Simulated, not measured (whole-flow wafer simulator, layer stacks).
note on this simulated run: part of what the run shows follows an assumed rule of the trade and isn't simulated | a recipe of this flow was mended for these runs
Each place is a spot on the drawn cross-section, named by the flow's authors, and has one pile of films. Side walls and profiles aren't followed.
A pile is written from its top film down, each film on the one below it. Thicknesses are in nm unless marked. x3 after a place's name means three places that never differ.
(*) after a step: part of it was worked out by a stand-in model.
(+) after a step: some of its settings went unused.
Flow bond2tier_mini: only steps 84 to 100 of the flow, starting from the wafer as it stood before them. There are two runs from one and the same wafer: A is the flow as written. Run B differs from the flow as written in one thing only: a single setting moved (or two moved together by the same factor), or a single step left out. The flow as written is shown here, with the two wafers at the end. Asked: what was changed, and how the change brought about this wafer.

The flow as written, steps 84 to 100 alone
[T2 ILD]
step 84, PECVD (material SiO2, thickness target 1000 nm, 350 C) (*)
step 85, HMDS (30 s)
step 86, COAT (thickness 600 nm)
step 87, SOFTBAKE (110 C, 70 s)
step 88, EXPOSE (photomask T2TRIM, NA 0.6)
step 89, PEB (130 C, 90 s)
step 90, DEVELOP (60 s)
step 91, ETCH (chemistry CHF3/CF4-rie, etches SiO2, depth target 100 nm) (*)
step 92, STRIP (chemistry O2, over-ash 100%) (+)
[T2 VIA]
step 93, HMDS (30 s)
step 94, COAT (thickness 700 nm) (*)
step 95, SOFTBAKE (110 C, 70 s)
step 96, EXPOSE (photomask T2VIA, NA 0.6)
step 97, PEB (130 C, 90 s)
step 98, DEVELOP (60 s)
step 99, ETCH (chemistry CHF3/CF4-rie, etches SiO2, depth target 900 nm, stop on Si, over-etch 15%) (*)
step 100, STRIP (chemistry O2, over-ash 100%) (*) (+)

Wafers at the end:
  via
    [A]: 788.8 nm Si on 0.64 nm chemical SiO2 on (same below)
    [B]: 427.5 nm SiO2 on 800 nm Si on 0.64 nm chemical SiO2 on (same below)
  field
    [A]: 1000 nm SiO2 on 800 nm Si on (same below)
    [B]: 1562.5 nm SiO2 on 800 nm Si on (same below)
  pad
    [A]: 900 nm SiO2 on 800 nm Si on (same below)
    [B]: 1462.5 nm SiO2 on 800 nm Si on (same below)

The reason: step 84, PECVD: thickness target 1562 nm was run, though the flow has thickness target 1000 nm.
The wafer lets one read it off: field has SiO2 1562.5, and step 84 as written asks for 1000 nm.

Step by step, how the change led to this:
  step 84, PECVD (material SiO2, thickness target 1000 nm, 350 C) (*)
      field, pad, via: A SiO2 gains 1000 (new film) | B SiO2 gains 1562.5 (new film)
  step 99, ETCH (chemistry CHF3/CF4-rie, etches SiO2, depth target 900 nm, stop on Si, over-etch 15%) (*)
      via: A SiO2 loses 900 (all of it), Si loses 11.2 | B SiO2 loses 1035
